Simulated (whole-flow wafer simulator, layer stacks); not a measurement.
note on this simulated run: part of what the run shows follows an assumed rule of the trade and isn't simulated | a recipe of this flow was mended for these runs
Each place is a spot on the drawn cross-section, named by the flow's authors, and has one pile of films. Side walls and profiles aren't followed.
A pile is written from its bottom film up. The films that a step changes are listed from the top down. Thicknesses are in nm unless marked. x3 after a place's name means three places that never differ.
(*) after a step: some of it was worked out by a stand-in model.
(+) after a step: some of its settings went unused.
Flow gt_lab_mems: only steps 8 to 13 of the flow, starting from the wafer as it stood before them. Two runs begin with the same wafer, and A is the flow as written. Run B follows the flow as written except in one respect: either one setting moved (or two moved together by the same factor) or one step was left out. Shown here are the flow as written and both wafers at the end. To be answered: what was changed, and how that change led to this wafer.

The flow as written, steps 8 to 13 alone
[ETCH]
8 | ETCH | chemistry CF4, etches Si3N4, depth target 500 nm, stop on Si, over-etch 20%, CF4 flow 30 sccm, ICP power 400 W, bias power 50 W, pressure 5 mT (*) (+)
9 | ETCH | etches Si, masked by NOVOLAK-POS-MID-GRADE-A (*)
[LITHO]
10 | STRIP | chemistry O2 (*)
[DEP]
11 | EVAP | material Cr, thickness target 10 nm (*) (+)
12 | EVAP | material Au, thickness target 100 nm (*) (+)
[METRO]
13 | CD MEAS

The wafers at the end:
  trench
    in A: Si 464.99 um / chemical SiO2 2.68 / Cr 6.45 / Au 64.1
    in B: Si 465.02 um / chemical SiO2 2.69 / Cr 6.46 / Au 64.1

The reason: step 8, ETCH: depth target 444 nm was run, whereas the flow has depth target 500 nm.

Step by step, how the change led to this:
  8 | ETCH | chemistry CF4, etches Si3N4, depth target 500 nm, stop on Si, over-etch 20%, CF4 flow 30 sccm, ICP power 400 W, bias power 50 W, pressure 5 mT (*) (+)
      field: A -400 g/i-line-resist | B -355.2 g/i-line-resist
      trench: A -500 Si3N4 (all of it), -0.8 chemical SiO2 (all of it), -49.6 Si | B -500 Si3N4 (all of it), -0.8 chemical SiO2 (all of it), -16 Si
  10 | STRIP | chemistry O2 (*)
      field: A -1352 g/i-line-resist (all of it) | B -1396.8 g/i-line-resist (all of it)
